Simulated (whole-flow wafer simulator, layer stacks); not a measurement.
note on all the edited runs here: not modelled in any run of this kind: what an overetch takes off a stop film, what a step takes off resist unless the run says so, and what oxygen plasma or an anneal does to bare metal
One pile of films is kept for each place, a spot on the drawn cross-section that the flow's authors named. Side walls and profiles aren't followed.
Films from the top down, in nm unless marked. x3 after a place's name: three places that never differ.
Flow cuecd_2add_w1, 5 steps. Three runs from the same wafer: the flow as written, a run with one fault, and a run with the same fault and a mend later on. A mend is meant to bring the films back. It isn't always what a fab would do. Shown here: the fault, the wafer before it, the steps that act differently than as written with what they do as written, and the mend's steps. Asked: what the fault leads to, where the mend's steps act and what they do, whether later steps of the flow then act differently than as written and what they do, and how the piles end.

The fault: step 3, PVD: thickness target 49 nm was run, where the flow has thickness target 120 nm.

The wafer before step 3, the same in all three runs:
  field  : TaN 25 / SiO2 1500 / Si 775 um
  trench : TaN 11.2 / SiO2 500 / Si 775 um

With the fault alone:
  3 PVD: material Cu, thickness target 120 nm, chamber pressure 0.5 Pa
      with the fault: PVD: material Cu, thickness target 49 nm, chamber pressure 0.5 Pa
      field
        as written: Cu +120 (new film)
        with the fault: Cu +49 (new film)
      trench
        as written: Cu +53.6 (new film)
        with the fault: Cu +22.4 (new film)
  No later step of the flow acts differently than as written, at any place that is followed, by more than 2% or 0.5 nm, whichever is larger.
  At the end the piles differ from the flow's by more than 2% or 0.5 nm, whichever is larger, at field, trench.
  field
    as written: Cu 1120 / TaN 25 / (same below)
    with the fault: Cu 1049 / TaN 25 / (same below)
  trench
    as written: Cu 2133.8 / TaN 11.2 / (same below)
    with the fault: Cu 2062.8 / TaN 11.2 / (same below)

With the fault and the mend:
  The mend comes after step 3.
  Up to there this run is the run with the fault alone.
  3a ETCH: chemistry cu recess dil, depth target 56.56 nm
      field
        Cu -49 (all of it)
      trench
        Cu -22.4 (all of it)
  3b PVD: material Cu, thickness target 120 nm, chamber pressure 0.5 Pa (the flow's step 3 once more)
      field
        Cu +120 (new film)
      trench
        Cu +53.6 (new film)
  No later step of the flow acts differently than as written at any place that is followed.
  At the end the piles are the same as the flow's at every place that both follow.
